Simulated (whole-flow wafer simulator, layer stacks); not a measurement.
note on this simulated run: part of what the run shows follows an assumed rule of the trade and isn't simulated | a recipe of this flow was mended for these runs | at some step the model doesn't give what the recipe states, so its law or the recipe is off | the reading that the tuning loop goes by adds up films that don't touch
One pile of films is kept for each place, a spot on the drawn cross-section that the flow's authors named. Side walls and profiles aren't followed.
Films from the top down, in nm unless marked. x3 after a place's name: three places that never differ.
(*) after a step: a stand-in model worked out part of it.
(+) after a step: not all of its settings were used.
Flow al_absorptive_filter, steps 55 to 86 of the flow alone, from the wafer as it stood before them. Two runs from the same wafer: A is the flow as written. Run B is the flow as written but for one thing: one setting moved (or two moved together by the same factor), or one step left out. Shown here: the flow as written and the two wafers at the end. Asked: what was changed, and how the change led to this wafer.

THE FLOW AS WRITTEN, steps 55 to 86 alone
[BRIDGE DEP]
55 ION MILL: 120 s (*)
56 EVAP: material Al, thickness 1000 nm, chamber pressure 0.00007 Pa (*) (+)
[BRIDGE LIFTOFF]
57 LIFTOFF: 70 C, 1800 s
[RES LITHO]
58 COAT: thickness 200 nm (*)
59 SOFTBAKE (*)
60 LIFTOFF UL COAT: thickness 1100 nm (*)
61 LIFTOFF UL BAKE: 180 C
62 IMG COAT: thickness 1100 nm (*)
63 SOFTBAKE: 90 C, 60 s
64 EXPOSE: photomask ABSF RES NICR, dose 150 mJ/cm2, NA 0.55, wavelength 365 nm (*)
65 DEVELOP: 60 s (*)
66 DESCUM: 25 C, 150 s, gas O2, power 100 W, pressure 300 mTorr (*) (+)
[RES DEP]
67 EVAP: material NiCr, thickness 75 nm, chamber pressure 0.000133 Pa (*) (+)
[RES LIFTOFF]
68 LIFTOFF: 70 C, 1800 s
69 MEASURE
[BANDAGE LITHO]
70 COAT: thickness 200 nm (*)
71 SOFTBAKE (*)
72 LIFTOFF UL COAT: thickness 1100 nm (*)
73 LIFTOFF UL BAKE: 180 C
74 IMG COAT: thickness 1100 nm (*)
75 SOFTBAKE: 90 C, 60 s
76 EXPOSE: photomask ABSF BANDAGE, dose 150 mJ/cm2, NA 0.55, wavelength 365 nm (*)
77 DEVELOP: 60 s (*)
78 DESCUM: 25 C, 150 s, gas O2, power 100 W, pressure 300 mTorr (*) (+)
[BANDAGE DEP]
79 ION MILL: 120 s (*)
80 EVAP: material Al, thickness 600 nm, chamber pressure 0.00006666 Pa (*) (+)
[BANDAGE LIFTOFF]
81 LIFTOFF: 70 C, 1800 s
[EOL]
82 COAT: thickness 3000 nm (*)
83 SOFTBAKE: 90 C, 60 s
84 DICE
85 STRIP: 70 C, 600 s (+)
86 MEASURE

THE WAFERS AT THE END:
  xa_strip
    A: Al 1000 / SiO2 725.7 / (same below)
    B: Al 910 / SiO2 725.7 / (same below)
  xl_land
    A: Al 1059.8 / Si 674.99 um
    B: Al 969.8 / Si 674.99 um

The cause: step 56, EVAP: thickness 910 nm was run, where the flow has thickness 1000 nm.
It can be read off the wafer: xa_strip has Al 910, and step 56 as written asks for 1000 nm.

How the change led to this, step by step:
  56 EVAP: material Al, thickness 1000 nm, chamber pressure 0.00007 Pa (*) (+)
      gnd, pad_far, pad_near and 10 more: A Al +1000 (new film) | B Al +910 (new film)
      xl_land: A Al +1000 | B Al +910
  57 LIFTOFF: 70 C, 1800 s
      gnd, xa_field, idc_field: A Al -1000 (all of it), i-line-resist -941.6 (all of it), lift-off-underlayer -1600 (all of it), acrylic-e-beam-resist -200 (all of it) | B Al -910 (all of it), i-line-resist -941.6 (all of it), lift-off-underlayer -1600 (all of it), acrylic-e-beam-resist -200 (all of it)
      pad_far: A Al -1000 (all of it), i-line-resist -940.5 (all of it), lift-off-underlayer -1591.1 (all of it), acrylic-e-beam-resist -198.5 (all of it) | B Al -910 (all of it), i-line-resist -940.5 (all of it), lift-off-underlayer -1591.1 (all of it), acrylic-e-beam-resist -198.5 (all of it)
      (and at 6 more places)
  58 COAT: thickness 200 nm (*)
      xa_margin: A acrylic-e-beam-resist +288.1 (new film) | B acrylic-e-beam-resist +271.8 (new film)
      xa_strip: A acrylic-e-beam-resist +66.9 (new film) | B acrylic-e-beam-resist +71.3 (new film)
  60 LIFTOFF UL COAT: thickness 1100 nm (*)
      xa_margin: A lift-off-underlayer +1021 (new film) | B lift-off-underlayer +990.7 (new film)
      xa_strip: A lift-off-underlayer +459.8 (new film) | B lift-off-underlayer +482.6 (new film)
  62 IMG COAT: thickness 1100 nm (*)
      xa_margin: A i-line-resist +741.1 (new film) | B i-line-resist +765.6 (new film)
      xa_strip: A i-line-resist +577.9 (new film) | B i-line-resist +613.7 (new film)
  68 LIFTOFF: 70 C, 1800 s
      xa_margin: A NiCr -75 (all of it), i-line-resist -598.1 (all of it), lift-off-underlayer -1021 (all of it), acrylic-e-beam-resist -288.1 (all of it) | B NiCr -75 (all of it), i-line-resist -622.7 (all of it), lift-off-underlayer -990.7 (all of it), acrylic-e-beam-resist -271.8 (all of it)
      xa_strip: A NiCr -75 (all of it), i-line-resist -433.3 (all of it), lift-off-underlayer -459.8 (all of it), acrylic-e-beam-resist -66.9 (all of it) | B NiCr -75 (all of it), i-line-resist -469.1 (all of it), lift-off-underlayer -482.6 (all of it), acrylic-e-beam-resist -71.3 (all of it)
  70 COAT: thickness 200 nm (*)
      xa_margin: A acrylic-e-beam-resist +288.1 (new film) | B acrylic-e-beam-resist +271.8 (new film)
      xa_strip: A acrylic-e-beam-resist +66.9 (new film) | B acrylic-e-beam-resist +71.3 (new film)
  72 LIFTOFF UL COAT: thickness 1100 nm (*)
      xa_margin: A lift-off-underlayer +1021 (new film) | B lift-off-underlayer +990.7 (new film)
      xa_strip: A lift-off-underlayer +459.8 (new film) | B lift-off-underlayer +482.6 (new film)
  74 IMG COAT: thickness 1100 nm (*)
      xa_margin: A i-line-resist +741.1 (new film) | B i-line-resist +765.6 (new film)
      xa_strip: A i-line-resist +577.9 (new film) | B i-line-resist +613.7 (new film)
  81 LIFTOFF: 70 C, 1800 s
      xa_margin: A Al -600 (all of it), i-line-resist -604.4 (all of it), lift-off-underlayer -1021 (all of it), acrylic-e-beam-resist -288.1 (all of it) | B Al -600 (all of it), i-line-resist -629 (all of it), lift-off-underlayer -990.7 (all of it), acrylic-e-beam-resist -271.8 (all of it)
      xa_strip: A Al -600 (all of it), i-line-resist -439.6 (all of it), lift-off-underlayer -459.8 (all of it), acrylic-e-beam-resist -66.9 (all of it) | B Al -600 (all of it), i-line-resist -475.4 (all of it), lift-off-underlayer -482.6 (all of it), acrylic-e-beam-resist -71.3 (all of it)
  82 COAT: thickness 3000 nm (*)
      xa_strip: A i-line-resist +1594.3 (new film) | B i-line-resist +1663.7 (new film)
  83 SOFTBAKE: 90 C, 60 s
      xa_margin: A i-line-resist -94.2 | B i-line-resist -88.9
      xa_strip: A i-line-resist -117.3 | B i-line-resist -110.7
  85 STRIP: 70 C, 600 s (+)
      xa_strip: A i-line-resist -1477 (all of it) | B i-line-resist -1553.1 (all of it)
